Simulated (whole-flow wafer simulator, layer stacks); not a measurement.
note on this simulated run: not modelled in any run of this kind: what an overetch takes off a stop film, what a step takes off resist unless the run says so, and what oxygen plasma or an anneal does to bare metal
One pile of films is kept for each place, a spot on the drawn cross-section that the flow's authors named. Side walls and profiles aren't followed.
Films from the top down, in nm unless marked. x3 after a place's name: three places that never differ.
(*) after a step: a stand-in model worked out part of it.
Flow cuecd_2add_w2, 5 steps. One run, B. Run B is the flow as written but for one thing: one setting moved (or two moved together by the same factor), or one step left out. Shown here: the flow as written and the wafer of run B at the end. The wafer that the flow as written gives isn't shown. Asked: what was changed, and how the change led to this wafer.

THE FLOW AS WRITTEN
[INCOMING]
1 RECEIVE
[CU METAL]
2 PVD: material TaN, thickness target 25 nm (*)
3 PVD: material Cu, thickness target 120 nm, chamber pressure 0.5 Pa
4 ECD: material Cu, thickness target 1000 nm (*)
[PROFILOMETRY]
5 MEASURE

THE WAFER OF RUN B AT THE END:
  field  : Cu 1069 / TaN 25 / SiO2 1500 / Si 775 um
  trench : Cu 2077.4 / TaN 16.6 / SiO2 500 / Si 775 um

The cause: step 3, PVD: thickness target 69 nm was run, where the flow has thickness target 120 nm.

How the change led to this, step by step:
  3 PVD: material Cu, thickness target 120 nm, chamber pressure 0.5 Pa
      field: Cu +69 (new film) (as written it would be: Cu +120 (new film))
      trench: Cu +46.6 (new film) (as written it would be: Cu +80.8 (new film))
